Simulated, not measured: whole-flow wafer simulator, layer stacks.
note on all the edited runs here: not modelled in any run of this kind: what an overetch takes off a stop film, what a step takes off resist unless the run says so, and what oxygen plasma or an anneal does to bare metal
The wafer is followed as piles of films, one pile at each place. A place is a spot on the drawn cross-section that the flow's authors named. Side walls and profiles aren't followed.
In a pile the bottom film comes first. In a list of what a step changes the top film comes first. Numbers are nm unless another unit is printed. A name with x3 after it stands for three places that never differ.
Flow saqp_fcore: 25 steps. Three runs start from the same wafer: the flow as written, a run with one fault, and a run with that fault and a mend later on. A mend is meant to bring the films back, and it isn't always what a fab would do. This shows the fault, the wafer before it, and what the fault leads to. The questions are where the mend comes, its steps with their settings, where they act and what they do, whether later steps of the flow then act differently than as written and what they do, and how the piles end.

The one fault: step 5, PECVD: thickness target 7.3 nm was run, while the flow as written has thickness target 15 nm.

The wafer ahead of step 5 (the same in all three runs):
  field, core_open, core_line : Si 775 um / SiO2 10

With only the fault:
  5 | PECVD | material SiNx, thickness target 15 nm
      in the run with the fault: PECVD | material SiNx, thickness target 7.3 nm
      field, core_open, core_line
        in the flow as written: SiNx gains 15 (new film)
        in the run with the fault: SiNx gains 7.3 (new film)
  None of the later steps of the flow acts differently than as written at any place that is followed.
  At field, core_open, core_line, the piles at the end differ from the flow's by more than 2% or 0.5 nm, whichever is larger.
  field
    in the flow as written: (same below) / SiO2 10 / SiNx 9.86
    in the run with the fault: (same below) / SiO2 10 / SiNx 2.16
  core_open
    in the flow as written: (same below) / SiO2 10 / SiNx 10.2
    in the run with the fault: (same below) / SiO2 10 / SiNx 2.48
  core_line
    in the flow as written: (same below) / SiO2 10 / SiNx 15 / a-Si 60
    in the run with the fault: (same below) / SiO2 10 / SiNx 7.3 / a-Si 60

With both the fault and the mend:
  The mend follows step 5.
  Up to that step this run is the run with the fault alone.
  5a | ETCH | chemistry h3po4, depth target 8.395 nm
      field, core_open, core_line
        SiNx loses 7.3 (all of it)
  5b | PECVD | material SiNx, thickness target 15 nm (a further turn of the flow's step 5)
      field, core_open, core_line
        SiNx gains 15 (new film)
  None of the later steps of the flow acts differently than as written at any place that is followed.
  By the end, the piles equal the flow's at every place that both follow.
